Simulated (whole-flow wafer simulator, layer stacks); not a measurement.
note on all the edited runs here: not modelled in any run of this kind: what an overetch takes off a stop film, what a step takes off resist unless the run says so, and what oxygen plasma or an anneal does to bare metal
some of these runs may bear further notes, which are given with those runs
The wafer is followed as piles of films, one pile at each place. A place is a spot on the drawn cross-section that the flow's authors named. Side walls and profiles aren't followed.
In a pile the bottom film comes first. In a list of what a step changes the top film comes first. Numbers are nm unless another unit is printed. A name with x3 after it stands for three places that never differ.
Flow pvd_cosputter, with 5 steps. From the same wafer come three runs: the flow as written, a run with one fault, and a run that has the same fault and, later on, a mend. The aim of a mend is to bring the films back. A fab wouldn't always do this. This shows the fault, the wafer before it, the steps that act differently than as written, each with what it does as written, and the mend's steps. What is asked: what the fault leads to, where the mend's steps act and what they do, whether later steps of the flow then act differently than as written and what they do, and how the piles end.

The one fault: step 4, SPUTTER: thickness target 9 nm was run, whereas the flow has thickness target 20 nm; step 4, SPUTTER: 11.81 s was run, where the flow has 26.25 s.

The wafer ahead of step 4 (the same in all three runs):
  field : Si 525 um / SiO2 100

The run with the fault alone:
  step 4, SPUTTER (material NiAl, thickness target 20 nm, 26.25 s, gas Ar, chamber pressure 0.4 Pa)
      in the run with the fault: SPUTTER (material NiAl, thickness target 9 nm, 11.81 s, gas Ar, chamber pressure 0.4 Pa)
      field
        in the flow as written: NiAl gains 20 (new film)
        in the run with the fault: NiAl gains 9 (new film)
  Every later step of the flow that is run acts as written at every place that is followed.
  The piles end different from the flow's at field by more than 2% or 0.5 nm, whichever is larger.
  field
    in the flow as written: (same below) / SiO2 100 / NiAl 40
    in the run with the fault: (same below) / SiO2 100 / NiAl 29

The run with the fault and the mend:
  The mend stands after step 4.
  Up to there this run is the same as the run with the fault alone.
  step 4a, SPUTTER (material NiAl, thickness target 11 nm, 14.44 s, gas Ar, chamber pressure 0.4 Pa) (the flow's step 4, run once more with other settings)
      field
        NiAl gains 11
  Every later step of the flow that is run acts as written at every place that is followed.
  The piles end the same as the flow's at every place that both follow.
